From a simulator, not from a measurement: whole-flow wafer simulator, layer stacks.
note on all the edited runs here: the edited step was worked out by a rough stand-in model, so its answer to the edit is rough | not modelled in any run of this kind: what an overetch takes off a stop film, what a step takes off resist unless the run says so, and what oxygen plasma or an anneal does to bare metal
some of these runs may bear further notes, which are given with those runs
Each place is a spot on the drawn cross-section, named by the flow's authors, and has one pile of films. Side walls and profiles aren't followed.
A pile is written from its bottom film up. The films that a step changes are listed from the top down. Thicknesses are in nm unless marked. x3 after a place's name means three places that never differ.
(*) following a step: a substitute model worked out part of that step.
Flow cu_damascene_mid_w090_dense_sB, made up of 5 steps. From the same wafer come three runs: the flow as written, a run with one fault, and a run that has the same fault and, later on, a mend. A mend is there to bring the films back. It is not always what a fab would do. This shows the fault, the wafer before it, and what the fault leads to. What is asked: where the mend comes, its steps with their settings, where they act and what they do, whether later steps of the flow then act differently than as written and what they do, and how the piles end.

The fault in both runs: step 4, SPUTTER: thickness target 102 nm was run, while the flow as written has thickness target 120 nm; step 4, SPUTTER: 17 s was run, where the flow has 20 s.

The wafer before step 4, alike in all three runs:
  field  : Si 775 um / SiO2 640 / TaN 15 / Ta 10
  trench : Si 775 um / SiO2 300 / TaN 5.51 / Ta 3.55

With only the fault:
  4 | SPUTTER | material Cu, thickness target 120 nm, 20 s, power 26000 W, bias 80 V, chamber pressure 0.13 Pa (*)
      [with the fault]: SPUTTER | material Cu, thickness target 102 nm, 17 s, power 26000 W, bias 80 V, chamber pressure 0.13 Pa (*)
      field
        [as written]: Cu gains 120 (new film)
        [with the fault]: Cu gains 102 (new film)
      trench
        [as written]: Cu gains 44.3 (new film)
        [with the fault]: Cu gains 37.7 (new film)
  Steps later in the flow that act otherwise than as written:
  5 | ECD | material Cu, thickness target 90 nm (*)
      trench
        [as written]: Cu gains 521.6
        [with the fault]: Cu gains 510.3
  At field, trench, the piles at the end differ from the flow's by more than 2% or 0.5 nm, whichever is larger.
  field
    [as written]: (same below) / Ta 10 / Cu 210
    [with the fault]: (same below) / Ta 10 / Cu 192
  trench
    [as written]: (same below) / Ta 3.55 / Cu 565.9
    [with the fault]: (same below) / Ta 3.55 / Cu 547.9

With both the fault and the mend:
  The mend stands after step 4.
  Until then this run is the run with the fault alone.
  4a | SPUTTER | material Cu, thickness target 18 nm, 3 s, power 26000 W, bias 80 V, chamber pressure 0.13 Pa (*) (the flow's step 4 again, with other settings)
      field
        Cu gains 18
      trench
        Cu gains 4
  None of the later steps of the flow differs from how it acts as written, at any place that is followed, by more than 2% or 0.5 nm, whichever is larger.
  The piles end the same as the flow's at every place that both follow.
